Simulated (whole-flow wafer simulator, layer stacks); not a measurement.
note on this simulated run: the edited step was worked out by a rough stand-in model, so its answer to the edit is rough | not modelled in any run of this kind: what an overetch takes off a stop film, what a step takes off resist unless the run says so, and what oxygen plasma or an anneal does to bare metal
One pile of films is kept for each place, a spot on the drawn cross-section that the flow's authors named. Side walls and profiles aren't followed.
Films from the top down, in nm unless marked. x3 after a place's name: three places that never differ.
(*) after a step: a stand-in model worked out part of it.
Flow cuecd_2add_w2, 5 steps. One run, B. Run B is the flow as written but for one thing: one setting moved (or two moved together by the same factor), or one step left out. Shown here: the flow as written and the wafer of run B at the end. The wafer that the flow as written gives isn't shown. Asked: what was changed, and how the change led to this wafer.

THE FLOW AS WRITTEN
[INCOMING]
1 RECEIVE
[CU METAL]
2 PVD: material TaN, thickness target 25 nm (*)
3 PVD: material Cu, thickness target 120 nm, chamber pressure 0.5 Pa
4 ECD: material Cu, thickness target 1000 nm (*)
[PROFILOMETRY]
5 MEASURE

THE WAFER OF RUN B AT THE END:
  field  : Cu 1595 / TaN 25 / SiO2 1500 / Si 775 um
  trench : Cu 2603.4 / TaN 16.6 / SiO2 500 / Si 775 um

The cause: step 4, ECD: thickness target 1475 nm was run, where the flow has thickness target 1000 nm.

How the change led to this, step by step:
  4 ECD: material Cu, thickness target 1000 nm (*)
      field: Cu +1475 (as written it would be: Cu +1000)
      trench: Cu +2522.6 (as written it would be: Cu +2047.6)
